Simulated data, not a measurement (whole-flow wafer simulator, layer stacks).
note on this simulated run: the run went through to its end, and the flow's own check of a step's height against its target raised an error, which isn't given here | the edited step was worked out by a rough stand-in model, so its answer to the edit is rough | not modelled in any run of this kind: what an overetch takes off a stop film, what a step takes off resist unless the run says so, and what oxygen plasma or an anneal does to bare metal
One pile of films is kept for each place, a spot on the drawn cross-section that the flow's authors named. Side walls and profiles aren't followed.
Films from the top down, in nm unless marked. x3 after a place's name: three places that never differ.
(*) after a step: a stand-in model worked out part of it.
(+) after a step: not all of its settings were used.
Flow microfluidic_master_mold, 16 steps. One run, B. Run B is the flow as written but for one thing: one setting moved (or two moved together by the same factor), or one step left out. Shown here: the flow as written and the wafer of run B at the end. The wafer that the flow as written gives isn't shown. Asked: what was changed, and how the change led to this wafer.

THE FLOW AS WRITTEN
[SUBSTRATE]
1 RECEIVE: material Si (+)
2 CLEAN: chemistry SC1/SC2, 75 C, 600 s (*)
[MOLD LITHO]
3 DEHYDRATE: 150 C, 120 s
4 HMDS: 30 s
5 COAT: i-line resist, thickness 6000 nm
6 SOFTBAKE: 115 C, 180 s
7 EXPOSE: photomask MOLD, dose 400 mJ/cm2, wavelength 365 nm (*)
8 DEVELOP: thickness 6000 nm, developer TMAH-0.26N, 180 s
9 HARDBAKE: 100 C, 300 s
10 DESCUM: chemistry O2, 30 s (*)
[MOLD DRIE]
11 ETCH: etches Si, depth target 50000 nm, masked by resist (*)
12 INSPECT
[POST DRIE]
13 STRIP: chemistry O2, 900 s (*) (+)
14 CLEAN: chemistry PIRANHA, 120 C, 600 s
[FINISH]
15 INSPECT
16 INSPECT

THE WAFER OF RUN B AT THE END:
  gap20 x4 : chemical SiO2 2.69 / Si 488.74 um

The cause: step 11, ETCH: depth target 36250 nm was run, where the flow has depth target 50000 nm.

How the change led to this, step by step:
  11 ETCH: etches Si, depth target 50000 nm, masked by resist (*)
      gap20 x4: chemical SiO2 -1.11 (all of it), Si -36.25 um (as written it would be: chemical SiO2 -1.11 (all of it), Si -50 um)
      ridge: i-line resist -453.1 (as written it would be: i-line resist -625)
  13 STRIP: chemistry O2, 900 s (*) (+)
      ridge: i-line resist -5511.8 (all of it), chemical SiO2 +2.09, Si -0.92 (as written it would be: i-line resist -5339.9 (all of it), chemical SiO2 +2.09, Si -0.92)
